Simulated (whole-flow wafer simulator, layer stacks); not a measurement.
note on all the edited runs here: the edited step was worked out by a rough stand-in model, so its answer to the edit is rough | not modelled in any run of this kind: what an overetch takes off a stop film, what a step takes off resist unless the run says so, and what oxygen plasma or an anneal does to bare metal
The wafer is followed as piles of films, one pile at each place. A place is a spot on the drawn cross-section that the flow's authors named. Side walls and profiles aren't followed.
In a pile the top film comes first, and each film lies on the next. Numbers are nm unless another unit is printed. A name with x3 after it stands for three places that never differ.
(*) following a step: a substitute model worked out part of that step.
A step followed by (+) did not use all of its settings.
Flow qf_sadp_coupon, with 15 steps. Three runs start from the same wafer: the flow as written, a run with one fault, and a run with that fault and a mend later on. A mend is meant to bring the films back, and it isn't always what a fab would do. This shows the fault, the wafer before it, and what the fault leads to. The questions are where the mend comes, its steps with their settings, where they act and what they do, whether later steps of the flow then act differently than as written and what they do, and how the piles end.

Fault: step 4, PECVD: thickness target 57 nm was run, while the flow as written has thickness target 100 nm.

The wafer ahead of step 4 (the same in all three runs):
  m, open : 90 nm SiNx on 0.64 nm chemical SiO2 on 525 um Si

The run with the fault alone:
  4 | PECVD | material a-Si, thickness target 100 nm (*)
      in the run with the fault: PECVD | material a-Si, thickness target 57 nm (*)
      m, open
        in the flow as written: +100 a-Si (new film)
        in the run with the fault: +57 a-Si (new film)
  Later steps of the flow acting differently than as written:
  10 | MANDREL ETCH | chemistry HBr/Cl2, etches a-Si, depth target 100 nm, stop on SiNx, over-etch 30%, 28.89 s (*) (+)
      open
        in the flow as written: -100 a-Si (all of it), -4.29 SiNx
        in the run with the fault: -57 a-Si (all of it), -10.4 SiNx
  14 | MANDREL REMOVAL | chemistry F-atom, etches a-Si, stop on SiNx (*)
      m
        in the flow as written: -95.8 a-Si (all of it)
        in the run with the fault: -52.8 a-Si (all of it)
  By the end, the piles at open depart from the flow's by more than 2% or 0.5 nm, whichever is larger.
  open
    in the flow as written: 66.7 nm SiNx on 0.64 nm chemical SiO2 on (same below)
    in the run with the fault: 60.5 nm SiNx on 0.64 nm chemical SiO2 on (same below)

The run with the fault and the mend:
  The mend follows step 4.
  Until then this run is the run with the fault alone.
  4a | ETCH | chemistry tmah, depth target 65.55 nm
      m, open
        -57 a-Si (all of it)
  4b | PECVD | material a-Si, thickness target 100 nm (*) (the flow's step 4, run once more)
      m, open
        +100 a-Si (new film)
  Later steps of the flow that are run all act as written at every place that is followed.
  By the end, the piles equal the flow's at every place that both follow.
